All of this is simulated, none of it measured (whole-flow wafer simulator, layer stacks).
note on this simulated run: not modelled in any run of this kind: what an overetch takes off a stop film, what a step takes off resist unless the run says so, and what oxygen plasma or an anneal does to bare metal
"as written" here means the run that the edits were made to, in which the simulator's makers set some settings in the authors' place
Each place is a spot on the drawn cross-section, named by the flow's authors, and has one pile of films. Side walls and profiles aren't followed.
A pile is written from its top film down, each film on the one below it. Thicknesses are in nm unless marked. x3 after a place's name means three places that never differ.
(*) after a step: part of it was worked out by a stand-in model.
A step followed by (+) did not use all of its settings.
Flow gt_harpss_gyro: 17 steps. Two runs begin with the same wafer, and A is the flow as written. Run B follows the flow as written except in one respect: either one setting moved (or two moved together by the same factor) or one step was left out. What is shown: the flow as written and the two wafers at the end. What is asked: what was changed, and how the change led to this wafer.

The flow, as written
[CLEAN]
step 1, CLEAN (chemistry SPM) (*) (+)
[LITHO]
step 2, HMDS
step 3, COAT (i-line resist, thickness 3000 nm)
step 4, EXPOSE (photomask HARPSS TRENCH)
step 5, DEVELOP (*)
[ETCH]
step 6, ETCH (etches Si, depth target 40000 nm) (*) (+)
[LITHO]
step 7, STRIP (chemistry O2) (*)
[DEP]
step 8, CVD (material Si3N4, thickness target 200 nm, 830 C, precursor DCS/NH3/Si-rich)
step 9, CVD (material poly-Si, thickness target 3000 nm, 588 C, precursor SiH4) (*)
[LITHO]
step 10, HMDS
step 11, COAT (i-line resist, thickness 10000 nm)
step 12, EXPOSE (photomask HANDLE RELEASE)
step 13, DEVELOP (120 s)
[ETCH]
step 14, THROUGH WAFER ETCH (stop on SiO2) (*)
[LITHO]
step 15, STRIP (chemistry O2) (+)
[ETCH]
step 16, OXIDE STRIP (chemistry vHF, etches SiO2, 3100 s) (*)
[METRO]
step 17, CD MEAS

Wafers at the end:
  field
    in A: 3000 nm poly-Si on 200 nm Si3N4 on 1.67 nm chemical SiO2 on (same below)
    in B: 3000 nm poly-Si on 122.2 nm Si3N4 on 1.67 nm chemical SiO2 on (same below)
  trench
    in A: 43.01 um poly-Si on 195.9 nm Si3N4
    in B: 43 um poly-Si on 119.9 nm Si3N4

The reason: step 8, CVD: thickness target 122.2 nm was run, while the flow as written has thickness target 200 nm.
The wafer lets one read it off: field has Si3N4 122.2, and step 8 as written asks for 200 nm.

How this came from the change, step by step:
  step 8, CVD (material Si3N4, thickness target 200 nm, 830 C, precursor DCS/NH3/Si-rich)
      field: A +200 Si3N4 (new film) | B +122.2 Si3N4 (new film)
      trench: A +195.9 Si3N4 (new film) | B +119.9 Si3N4 (new film)
  step 9, CVD (material poly-Si, thickness target 3000 nm, 588 C, precursor SiH4) (*)
      trench: A +43.01 um poly-Si (new film) | B +43 um poly-Si (new film)
